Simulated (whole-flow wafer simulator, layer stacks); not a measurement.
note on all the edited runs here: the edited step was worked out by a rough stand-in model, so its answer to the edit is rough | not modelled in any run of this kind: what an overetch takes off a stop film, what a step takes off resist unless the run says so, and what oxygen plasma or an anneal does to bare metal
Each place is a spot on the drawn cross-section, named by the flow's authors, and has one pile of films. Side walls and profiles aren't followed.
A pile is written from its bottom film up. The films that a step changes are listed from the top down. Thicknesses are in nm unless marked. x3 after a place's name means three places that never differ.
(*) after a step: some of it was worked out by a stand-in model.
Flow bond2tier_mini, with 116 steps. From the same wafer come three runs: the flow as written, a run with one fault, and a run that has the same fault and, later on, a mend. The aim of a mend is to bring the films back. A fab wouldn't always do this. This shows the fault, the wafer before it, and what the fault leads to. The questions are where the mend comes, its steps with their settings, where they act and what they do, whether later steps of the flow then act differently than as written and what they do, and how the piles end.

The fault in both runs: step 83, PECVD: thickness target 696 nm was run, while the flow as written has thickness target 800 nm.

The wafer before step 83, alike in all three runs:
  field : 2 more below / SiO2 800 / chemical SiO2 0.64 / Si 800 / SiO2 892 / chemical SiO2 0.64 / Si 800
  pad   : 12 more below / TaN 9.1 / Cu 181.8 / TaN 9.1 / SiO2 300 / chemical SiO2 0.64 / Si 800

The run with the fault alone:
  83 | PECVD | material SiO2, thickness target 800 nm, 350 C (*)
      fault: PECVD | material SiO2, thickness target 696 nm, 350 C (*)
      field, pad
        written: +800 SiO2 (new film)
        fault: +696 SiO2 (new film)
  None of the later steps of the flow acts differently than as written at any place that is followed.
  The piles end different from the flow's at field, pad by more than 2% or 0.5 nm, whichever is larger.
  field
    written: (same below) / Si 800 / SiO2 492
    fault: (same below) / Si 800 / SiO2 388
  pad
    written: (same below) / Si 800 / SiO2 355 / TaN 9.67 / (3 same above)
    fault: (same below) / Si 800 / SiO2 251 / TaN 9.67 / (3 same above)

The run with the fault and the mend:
  After step 83 comes the mend.
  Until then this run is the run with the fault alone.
  83a | PECVD | material SiO2, thickness target 104 nm, 350 C (the flow's step 83 again, with other settings)
      field, pad
        +104 SiO2
  None of the later steps of the flow acts differently than as written at any place that is followed.
  At every place that both follow, the piles at the end match the flow's.
